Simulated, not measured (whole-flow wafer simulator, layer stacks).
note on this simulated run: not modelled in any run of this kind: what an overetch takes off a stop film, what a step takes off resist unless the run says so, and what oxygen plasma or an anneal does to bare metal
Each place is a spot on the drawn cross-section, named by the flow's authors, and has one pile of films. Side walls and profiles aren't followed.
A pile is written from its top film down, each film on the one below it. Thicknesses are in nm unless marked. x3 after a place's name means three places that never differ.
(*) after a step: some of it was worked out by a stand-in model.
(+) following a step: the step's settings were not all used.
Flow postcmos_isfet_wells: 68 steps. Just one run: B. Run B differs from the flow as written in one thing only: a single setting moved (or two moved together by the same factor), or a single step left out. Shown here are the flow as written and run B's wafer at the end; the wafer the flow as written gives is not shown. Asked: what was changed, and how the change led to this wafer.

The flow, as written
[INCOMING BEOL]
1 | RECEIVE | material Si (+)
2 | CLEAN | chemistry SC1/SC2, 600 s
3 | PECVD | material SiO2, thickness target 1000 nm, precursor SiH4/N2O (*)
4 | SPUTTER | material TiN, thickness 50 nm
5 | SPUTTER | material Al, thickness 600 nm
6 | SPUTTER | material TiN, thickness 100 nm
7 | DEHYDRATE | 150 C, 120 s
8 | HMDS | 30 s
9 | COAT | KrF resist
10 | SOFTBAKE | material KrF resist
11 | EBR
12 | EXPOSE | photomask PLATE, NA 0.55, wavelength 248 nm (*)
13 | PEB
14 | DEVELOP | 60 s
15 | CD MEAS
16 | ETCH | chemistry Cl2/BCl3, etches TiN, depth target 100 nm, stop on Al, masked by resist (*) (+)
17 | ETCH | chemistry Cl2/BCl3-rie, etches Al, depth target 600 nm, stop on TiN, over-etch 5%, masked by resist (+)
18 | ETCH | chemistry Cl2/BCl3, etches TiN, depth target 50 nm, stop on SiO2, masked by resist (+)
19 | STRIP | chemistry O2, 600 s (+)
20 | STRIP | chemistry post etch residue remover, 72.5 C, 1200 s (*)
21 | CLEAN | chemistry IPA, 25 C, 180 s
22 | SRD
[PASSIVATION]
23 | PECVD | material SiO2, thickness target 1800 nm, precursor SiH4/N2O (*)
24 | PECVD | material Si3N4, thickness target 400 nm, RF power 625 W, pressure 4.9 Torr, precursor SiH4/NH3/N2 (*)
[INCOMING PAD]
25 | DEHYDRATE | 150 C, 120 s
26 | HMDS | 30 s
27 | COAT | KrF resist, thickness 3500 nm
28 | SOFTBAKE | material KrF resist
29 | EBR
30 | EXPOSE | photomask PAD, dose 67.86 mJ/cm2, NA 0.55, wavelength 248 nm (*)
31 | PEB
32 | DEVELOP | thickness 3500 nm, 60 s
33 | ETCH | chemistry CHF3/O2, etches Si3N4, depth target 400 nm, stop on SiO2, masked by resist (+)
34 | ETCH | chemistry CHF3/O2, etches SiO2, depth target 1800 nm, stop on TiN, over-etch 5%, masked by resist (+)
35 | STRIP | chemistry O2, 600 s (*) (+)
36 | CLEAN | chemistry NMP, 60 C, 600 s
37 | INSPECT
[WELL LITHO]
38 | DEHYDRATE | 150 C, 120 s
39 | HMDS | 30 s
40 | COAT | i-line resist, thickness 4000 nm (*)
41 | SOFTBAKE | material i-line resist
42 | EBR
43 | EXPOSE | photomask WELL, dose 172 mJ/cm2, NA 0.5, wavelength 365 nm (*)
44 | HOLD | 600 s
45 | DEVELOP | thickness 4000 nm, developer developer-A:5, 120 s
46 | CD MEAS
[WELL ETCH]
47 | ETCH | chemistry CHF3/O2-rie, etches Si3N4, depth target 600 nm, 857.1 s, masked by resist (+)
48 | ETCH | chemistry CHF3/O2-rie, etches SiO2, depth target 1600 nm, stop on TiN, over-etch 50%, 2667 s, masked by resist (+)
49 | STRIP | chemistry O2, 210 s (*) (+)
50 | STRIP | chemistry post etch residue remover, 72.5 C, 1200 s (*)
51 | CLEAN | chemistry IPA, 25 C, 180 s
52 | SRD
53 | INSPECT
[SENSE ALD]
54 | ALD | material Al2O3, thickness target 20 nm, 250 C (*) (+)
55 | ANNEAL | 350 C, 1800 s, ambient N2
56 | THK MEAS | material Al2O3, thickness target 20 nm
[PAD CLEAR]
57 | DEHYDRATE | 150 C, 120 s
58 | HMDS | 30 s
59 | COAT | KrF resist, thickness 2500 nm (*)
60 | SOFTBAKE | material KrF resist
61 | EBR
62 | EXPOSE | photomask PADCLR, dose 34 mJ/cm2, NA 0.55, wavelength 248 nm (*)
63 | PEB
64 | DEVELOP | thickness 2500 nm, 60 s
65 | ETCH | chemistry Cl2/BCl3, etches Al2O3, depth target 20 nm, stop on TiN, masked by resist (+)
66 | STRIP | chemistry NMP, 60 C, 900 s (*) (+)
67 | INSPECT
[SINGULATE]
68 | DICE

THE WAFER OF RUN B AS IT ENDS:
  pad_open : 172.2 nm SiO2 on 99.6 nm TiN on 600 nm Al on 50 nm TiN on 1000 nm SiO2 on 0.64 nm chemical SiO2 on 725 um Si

What caused this: step 33, ETCH: depth target 236 nm was run, while the flow as written has depth target 400 nm.

Step by step, how the change led to this:
  33 | ETCH | chemistry CHF3/O2, etches Si3N4, depth target 400 nm, stop on SiO2, masked by resist (+)
      pad_open: -236 Si3N4 (it would be, as written: -400 Si3N4 (all of it))
      field, margin, well900, well1300 x3, pad_rim, pad_clr: -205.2 KrF resist (it would be, as written: -347.8 KrF resist)
  34 | ETCH | chemistry CHF3/O2, etches SiO2, depth target 1800 nm, stop on TiN, over-etch 5%, masked by resist (+)
      pad_open: -164 Si3N4 (all of it), -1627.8 SiO2 (it would be, as written: -1800 SiO2 (all of it))
  35 | STRIP | chemistry O2, 600 s (*) (+)
      field, margin, well900, well1300 x3, pad_rim, pad_clr: -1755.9 KrF resist (all of it) (it would be, as written: -1613.3 KrF resist (all of it))
  41 | SOFTBAKE | material i-line resist
      pad_clr: -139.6 i-line resist (it would be, as written: -156.7 i-line resist)
      pad_open: +107.7 i-line resist (it would be, as written: +115.3 i-line resist)
  49 | STRIP | chemistry O2, 210 s (*) (+)
      pad_clr: -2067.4 i-line resist (all of it) (it would be, as written: -1996.5 i-line resist (all of it))
  59 | COAT | KrF resist, thickness 2500 nm (*)
      pad_clr: +1749.4 KrF resist (new film) (it would be, as written: +1691.6 KrF resist (new film))
  64 | DEVELOP | thickness 2500 nm, 60 s
      pad_clr: -1733.7 KrF resist (all of it) (it would be, as written: -1676 KrF resist (all of it))
